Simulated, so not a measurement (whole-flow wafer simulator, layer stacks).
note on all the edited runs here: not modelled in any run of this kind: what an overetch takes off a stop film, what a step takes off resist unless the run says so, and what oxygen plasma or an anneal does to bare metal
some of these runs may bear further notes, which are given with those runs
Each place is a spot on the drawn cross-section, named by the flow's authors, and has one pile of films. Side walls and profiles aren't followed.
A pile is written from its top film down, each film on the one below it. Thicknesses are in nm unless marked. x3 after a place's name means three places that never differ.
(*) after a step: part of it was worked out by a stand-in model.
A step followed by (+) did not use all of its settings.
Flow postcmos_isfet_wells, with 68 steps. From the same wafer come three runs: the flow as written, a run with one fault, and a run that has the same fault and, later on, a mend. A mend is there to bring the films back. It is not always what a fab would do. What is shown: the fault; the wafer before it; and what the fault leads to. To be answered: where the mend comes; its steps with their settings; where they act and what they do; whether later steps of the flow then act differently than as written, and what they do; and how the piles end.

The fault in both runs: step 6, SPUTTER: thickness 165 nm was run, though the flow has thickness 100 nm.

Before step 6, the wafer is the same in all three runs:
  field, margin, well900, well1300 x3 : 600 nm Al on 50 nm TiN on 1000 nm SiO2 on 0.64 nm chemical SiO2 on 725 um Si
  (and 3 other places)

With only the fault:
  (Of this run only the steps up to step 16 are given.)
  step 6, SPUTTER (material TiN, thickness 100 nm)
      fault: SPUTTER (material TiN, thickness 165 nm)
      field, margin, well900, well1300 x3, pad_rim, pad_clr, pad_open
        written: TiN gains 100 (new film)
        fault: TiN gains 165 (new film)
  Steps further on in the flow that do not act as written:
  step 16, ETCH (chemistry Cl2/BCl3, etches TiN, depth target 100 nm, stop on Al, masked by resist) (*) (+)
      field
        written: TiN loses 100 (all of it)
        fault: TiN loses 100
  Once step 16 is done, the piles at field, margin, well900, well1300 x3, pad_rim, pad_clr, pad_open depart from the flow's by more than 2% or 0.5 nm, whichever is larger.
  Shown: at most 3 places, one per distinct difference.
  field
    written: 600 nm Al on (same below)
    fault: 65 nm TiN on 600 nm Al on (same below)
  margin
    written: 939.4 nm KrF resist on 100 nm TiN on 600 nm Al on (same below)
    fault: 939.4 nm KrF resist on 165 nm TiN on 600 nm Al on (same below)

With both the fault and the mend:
  After step 6 comes the mend.
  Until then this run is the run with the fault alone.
  step 6a, ETCH (chemistry peroxide tin strip, depth target 65 nm)
      field, margin, well900, well1300 x3, pad_rim, pad_clr, pad_open
        TiN loses 65
  Later steps of the flow that are run all act as written at every place that is followed.
  At every place that both follow, the piles at the end match the flow's.
